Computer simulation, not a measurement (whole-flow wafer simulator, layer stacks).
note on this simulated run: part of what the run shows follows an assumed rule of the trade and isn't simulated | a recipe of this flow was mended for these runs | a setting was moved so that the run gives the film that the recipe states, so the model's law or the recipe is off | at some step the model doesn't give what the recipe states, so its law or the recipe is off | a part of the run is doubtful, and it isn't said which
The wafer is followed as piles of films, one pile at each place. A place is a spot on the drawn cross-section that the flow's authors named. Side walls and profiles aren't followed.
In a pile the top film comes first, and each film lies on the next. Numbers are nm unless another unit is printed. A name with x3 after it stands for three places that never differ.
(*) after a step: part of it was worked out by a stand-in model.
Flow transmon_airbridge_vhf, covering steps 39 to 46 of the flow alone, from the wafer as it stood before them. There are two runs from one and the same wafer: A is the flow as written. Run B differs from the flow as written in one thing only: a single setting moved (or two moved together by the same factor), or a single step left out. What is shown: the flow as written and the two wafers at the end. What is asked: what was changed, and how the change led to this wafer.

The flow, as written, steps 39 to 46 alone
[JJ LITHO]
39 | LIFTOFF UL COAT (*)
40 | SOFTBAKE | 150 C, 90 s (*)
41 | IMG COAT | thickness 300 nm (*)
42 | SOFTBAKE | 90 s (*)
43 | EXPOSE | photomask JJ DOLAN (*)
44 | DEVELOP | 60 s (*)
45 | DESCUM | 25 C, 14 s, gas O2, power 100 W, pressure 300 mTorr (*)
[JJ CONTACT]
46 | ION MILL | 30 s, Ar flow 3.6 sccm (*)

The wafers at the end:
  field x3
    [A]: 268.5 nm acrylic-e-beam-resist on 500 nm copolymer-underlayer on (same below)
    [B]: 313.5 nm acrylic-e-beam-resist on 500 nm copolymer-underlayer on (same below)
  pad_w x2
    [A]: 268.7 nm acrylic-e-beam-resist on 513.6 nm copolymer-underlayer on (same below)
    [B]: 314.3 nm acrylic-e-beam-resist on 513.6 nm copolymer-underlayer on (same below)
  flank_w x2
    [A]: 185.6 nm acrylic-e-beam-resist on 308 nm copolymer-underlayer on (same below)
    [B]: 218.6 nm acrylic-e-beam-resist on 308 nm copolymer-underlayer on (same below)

Cause: step 41, IMG COAT: thickness 345 nm was run, though the flow has thickness 300 nm.

The path from the change to this, step by step:
  41 | IMG COAT | thickness 300 nm (*)
      field x3, jj_line, ground_far x3: A acrylic-e-beam-resist gains 300 (new film) | B acrylic-e-beam-resist gains 345 (new film)
      pad_w x2: A acrylic-e-beam-resist gains 300.2 (new film) | B acrylic-e-beam-resist gains 345.8 (new film)
      (also at 8 further places)
  44 | DEVELOP | 60 s (*)
      jj_line: A acrylic-e-beam-resist loses 300 (all of it), copolymer-underlayer loses 500 (all of it) | B acrylic-e-beam-resist loses 345 (all of it), copolymer-underlayer loses 500 (all of it)
